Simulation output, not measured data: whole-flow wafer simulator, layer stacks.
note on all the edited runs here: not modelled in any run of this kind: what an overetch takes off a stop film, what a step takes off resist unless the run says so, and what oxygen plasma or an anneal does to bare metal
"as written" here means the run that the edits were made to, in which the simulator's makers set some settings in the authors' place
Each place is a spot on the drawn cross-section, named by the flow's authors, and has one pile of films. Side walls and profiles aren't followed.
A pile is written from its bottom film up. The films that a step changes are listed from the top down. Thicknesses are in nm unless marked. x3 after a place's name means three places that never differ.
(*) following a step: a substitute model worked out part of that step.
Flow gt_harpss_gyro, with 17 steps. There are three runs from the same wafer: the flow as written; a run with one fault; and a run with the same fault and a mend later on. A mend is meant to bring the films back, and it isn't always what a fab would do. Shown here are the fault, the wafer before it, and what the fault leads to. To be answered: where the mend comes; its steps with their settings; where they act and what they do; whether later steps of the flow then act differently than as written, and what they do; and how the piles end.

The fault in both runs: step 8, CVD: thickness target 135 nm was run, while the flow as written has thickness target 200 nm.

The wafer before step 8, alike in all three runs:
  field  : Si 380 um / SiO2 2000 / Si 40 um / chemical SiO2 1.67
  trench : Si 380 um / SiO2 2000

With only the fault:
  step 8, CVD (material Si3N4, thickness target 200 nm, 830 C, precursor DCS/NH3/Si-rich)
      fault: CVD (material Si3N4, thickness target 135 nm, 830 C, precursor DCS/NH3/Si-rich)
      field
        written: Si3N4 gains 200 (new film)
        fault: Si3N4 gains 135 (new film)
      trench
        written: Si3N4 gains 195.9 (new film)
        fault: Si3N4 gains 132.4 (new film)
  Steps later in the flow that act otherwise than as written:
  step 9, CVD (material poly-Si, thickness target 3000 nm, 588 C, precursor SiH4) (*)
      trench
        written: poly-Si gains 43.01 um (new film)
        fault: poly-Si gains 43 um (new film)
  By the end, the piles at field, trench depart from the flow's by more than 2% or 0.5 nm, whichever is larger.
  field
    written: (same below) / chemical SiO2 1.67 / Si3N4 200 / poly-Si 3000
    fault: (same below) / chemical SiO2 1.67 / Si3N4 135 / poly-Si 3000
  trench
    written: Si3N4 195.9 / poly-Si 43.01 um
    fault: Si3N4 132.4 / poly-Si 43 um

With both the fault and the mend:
  The mend follows step 8.
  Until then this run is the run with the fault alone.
  step 8a, CVD (material Si3N4, thickness target 65 nm, 830 C, precursor DCS/NH3/Si-rich) (the flow's step 8, run once more with other settings)
      field
        Si3N4 gains 65
      trench
        Si3N4 gains 63.4
  None of the later steps of the flow acts differently than as written at any place that is followed.
  At the end the piles are close to the flow's at the places that both follow, differing by at most 2% or 0.5 nm, whichever is larger.
